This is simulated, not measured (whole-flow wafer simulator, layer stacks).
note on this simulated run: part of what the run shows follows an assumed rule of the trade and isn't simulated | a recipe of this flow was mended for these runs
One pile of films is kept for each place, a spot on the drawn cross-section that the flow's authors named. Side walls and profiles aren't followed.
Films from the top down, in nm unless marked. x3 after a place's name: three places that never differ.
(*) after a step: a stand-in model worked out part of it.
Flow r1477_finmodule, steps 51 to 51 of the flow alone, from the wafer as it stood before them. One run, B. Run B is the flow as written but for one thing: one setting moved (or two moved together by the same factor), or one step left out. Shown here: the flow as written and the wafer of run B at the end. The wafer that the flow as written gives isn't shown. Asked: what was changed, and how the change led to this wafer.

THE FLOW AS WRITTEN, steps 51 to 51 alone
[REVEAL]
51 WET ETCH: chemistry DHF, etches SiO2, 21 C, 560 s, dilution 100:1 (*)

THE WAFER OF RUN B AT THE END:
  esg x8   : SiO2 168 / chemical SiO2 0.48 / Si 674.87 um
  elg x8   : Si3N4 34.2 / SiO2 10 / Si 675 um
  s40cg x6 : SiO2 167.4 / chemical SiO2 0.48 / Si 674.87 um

The cause: step 51, WET ETCH: 448 s was run, where the flow has 560 s.

How the change led to this, step by step:
  51 WET ETCH: chemistry DHF, etches SiO2, 21 C, 560 s, dilution 100:1 (*)
      esg x8, s40cg x6, s40sg x6: SiO2 -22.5 (as written it would be: SiO2 -28.1)
      pad x2: SiO2 -24.4 (as written it would be: SiO2 -30.5)
